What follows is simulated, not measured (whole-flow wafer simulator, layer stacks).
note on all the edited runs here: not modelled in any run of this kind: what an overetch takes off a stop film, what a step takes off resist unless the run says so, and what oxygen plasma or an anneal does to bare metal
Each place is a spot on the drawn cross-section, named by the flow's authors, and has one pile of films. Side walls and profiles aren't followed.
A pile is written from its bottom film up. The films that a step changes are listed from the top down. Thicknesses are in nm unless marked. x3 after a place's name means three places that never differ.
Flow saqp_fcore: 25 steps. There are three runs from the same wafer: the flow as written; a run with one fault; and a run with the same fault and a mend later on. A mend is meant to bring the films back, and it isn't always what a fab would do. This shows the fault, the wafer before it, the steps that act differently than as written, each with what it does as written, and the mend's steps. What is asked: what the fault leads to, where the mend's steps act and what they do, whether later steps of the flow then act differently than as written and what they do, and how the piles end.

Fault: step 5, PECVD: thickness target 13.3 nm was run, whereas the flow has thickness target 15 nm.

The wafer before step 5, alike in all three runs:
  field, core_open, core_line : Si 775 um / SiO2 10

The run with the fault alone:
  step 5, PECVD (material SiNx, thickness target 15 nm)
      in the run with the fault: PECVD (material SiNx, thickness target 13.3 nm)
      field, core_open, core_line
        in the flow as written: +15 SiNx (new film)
        in the run with the fault: +13.3 SiNx (new film)
  None of the later steps of the flow acts differently than as written at any place that is followed.
  By the end, the piles at field, core_open, core_line depart from the flow's by more than 2% or 0.5 nm, whichever is larger.
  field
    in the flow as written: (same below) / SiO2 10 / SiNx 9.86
    in the run with the fault: (same below) / SiO2 10 / SiNx 8.16
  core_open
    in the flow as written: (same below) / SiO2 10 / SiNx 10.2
    in the run with the fault: (same below) / SiO2 10 / SiNx 8.48
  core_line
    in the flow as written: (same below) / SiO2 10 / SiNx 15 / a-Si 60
    in the run with the fault: (same below) / SiO2 10 / SiNx 13.3 / a-Si 60

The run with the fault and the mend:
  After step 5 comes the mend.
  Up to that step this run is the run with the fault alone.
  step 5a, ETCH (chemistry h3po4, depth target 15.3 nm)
      field, core_open, core_line
        -13.3 SiNx (all of it)
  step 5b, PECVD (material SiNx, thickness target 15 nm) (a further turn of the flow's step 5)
      field, core_open, core_line
        +15 SiNx (new film)
  None of the later steps of the flow acts differently than as written at any place that is followed.
  The piles end the same as the flow's at every place that both follow.
